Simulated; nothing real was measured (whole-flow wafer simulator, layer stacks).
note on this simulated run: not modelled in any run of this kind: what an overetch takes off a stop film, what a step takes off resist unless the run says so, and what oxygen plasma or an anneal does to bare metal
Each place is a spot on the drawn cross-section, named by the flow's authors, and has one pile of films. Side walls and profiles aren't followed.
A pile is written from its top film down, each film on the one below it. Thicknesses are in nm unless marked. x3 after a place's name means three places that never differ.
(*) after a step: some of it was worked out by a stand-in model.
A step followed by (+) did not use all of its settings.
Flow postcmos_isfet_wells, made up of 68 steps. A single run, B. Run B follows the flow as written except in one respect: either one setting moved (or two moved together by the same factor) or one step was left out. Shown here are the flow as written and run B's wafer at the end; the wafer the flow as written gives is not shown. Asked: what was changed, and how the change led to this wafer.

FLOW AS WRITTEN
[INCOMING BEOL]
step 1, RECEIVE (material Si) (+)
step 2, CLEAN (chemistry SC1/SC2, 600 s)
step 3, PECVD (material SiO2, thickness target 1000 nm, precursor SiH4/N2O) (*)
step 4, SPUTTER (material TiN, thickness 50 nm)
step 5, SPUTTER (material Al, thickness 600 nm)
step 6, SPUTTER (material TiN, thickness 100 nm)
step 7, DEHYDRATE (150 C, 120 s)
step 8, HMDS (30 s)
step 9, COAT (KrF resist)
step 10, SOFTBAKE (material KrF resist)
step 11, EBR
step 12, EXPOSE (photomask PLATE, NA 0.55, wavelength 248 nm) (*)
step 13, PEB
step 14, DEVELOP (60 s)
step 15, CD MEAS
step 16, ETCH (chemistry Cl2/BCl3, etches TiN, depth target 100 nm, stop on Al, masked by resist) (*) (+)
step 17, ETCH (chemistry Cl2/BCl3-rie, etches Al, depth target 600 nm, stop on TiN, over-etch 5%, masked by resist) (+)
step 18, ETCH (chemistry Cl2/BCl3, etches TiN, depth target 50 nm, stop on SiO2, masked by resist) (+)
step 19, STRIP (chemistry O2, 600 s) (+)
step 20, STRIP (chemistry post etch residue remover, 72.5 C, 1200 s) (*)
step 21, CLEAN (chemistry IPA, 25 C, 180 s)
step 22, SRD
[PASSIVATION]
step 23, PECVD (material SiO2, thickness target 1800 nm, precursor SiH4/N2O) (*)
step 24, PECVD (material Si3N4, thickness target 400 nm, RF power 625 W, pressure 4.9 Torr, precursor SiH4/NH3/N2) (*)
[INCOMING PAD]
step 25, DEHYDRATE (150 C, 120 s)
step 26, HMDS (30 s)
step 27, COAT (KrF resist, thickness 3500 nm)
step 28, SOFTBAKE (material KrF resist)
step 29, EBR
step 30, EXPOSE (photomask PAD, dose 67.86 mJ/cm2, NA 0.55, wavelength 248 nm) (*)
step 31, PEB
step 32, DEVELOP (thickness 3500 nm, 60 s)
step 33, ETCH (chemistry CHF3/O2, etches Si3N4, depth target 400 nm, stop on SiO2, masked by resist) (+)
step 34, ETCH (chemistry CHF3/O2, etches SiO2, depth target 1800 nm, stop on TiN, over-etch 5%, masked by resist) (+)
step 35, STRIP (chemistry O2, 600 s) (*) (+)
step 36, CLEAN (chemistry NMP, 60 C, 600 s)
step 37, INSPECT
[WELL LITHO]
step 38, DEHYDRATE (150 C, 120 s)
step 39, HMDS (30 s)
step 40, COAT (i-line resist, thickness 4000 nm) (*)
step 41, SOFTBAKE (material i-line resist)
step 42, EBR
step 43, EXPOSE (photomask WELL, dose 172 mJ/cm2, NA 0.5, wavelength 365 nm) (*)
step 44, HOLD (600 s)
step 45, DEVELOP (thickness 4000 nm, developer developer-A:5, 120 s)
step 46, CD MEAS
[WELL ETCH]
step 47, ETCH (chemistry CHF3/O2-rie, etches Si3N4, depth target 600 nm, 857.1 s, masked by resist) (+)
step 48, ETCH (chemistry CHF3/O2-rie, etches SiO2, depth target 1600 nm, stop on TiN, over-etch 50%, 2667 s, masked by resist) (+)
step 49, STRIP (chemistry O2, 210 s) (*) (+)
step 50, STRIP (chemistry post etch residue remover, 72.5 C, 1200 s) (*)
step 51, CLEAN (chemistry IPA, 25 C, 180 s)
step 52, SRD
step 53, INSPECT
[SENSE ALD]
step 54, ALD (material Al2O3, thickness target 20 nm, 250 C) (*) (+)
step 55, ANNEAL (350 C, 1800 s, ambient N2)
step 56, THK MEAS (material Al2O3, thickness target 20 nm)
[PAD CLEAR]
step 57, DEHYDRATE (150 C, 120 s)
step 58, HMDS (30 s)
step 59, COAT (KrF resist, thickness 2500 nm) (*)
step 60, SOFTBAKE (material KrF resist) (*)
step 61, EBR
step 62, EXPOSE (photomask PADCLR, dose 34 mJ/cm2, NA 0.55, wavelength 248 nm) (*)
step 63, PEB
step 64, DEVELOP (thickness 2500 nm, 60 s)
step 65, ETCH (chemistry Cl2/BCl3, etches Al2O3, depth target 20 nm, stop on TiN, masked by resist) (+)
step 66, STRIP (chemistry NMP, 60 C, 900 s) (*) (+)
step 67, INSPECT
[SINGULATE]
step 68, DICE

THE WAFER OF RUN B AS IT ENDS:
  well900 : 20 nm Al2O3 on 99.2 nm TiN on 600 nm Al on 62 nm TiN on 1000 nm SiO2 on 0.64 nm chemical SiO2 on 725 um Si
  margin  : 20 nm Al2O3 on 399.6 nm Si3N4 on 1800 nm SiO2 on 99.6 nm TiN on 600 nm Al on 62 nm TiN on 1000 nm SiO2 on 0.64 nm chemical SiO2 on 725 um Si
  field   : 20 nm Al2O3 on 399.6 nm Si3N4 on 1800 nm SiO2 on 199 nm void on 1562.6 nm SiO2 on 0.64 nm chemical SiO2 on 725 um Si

The reason: step 4, SPUTTER: thickness 62 nm was run, though the flow has thickness 50 nm; step 18, ETCH: depth target 62 nm was run, where the flow has depth target 50 nm.
The wafer lets one read it off: well900 has TiN 62, and step 4 as written asks for 50 nm.

Step by step, how the change led to this:
  step 4, SPUTTER (material TiN, thickness 50 nm)
      field, margin, well900 and 6 more: +62 TiN (new film) (it would be, as written: +50 TiN (new film))
  step 18, ETCH (chemistry Cl2/BCl3, etches TiN, depth target 50 nm, stop on SiO2, masked by resist) (+)
      margin, well900, well1300, well2000, well3000, pad_rim, pad_clr, pad_open: -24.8 KrF resist (it would be, as written: -20 KrF resist)
      field: -62 TiN (all of it) (it would be, as written: -50 TiN (all of it))
  step 23, PECVD (material SiO2, thickness target 1800 nm, precursor SiH4/N2O) (*)
      field: +1800 SiO2 (new film), +199 void (new film), +562.6 SiO2 (it would be, as written: +1800 SiO2 (new film), +189.9 void (new film), +559.7 SiO2)
